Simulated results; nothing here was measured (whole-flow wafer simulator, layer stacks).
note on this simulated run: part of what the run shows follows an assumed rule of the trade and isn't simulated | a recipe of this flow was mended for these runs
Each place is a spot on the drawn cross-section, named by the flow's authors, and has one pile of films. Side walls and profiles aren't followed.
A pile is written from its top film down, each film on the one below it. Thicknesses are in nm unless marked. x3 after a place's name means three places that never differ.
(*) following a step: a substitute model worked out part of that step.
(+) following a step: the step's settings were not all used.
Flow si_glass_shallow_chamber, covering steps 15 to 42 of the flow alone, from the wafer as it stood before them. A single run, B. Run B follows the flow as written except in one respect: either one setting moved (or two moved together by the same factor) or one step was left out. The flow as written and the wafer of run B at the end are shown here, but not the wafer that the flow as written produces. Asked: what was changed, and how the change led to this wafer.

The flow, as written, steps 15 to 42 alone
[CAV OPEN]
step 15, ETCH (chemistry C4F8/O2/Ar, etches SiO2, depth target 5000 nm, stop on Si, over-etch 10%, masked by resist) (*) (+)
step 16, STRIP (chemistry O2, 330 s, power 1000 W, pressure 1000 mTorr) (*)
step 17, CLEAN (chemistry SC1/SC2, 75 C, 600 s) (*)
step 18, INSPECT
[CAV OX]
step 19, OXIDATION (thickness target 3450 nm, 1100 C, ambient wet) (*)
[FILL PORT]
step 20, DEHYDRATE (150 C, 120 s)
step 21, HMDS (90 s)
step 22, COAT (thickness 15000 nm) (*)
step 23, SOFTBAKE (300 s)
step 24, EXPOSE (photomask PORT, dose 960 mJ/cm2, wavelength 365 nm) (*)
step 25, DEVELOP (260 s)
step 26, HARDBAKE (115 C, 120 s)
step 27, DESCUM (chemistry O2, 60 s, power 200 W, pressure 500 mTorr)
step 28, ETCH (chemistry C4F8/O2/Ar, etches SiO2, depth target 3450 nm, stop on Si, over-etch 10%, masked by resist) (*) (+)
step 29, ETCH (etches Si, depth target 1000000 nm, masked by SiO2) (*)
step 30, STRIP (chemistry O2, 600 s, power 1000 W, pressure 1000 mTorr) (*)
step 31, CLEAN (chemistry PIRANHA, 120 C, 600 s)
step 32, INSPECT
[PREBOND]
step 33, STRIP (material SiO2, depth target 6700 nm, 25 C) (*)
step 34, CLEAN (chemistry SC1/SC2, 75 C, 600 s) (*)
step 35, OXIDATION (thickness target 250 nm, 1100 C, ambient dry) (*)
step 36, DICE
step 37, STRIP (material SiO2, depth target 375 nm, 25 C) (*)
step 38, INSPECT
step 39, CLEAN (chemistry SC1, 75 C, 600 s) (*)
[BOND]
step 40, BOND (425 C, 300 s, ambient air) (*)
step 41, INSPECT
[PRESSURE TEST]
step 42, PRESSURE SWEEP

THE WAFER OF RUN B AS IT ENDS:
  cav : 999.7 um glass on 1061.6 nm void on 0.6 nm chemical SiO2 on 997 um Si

What caused this: step 15, ETCH: depth target 4750 nm was run, though the flow has depth target 5000 nm.

How this came from the change, step by step:
  step 15, ETCH (chemistry C4F8/O2/Ar, etches SiO2, depth target 5000 nm, stop on Si, over-etch 10%, masked by resist) (*) (+)
      rim, ramp, septum, ring: -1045 thick-i-line-resist (in the flow as written it would be: -1100 thick-i-line-resist)
      cav, port: -5000 SiO2 (all of it), -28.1 Si (in the flow as written it would be: -5000 SiO2 (all of it), -62.5 Si)
  step 22, COAT (thickness 15000 nm) (*)
      rim: +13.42 um thick-i-line-resist (new film) (in the flow as written it would be: +13.4 um thick-i-line-resist (new film))
      ramp: +12.91 um thick-i-line-resist (new film) (in the flow as written it would be: +12.89 um thick-i-line-resist (new film))
      (also at 1 further place)
  step 25, DEVELOP (260 s)
      port: -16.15 um thick-i-line-resist (all of it) (in the flow as written it would be: -16.16 um thick-i-line-resist (all of it))
  step 29, ETCH (etches Si, depth target 1000000 nm, masked by SiO2) (*)
      rim, ramp: -11.5 um thick-i-line-resist (all of it), -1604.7 SiO2 (in the flow as written it would be: -11.47 um thick-i-line-resist (all of it), -1617.3 SiO2)
      port: +997.08 um hole (new film), -997.08 um Si (all of it) (in the flow as written it would be: +997.05 um hole (new film), -997.05 um Si (all of it))
      (also at 1 further place)
  step 40, BOND (425 C, 300 s, ambient air) (*)
      cav: +999.7 um glass (new film), +1061.6 void (new film) (in the flow as written it would be: +999.7 um glass (new film), +1095.9 void (new film))
      port: +999.7 um glass (new film), +982.9 hole (in the flow as written it would be: +999.7 um glass (new film), +1017.3 hole)
